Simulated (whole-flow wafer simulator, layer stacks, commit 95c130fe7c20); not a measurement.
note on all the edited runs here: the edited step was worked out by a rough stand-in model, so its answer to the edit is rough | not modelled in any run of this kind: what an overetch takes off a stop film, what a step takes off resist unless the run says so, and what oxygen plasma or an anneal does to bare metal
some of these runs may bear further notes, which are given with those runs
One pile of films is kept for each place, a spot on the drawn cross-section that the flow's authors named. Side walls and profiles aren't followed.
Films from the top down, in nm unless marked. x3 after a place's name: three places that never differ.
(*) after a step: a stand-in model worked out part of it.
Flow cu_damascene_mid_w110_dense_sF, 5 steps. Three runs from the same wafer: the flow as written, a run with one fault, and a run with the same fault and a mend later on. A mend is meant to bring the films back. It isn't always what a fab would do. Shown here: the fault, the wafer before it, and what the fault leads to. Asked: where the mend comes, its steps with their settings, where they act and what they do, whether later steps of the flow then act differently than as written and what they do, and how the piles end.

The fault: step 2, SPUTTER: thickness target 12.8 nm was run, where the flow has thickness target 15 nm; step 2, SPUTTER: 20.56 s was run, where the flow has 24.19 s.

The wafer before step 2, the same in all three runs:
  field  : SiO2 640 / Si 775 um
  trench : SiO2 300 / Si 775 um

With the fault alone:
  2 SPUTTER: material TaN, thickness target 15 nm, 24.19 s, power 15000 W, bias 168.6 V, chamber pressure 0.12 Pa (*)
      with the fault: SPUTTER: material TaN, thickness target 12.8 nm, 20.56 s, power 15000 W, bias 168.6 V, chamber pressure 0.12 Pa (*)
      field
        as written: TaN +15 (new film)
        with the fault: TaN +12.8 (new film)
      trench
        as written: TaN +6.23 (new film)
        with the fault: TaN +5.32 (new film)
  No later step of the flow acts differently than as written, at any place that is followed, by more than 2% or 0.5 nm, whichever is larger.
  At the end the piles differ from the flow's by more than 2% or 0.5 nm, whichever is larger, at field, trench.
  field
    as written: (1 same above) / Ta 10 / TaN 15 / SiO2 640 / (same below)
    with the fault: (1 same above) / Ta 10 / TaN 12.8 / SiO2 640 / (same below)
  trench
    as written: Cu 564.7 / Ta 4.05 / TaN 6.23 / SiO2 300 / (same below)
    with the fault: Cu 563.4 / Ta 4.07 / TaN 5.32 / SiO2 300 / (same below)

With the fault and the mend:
  The mend comes after step 2.
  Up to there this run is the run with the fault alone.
  2a SPUTTER: material TaN, thickness target 2.2 nm, 3.548 s, power 15000 W, bias 168.6 V, chamber pressure 0.12 Pa (*) (the flow's step 2 once more, with other settings)
      field
        TaN +2.2
      trench
        TaN +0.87
  No later step of the flow acts differently than as written, at any place that is followed, by more than 2% or 0.5 nm, whichever is larger.
  At the end the piles differ from the flow's only slightly at the places that both follow, by at most 2% or 0.5 nm, whichever is larger.
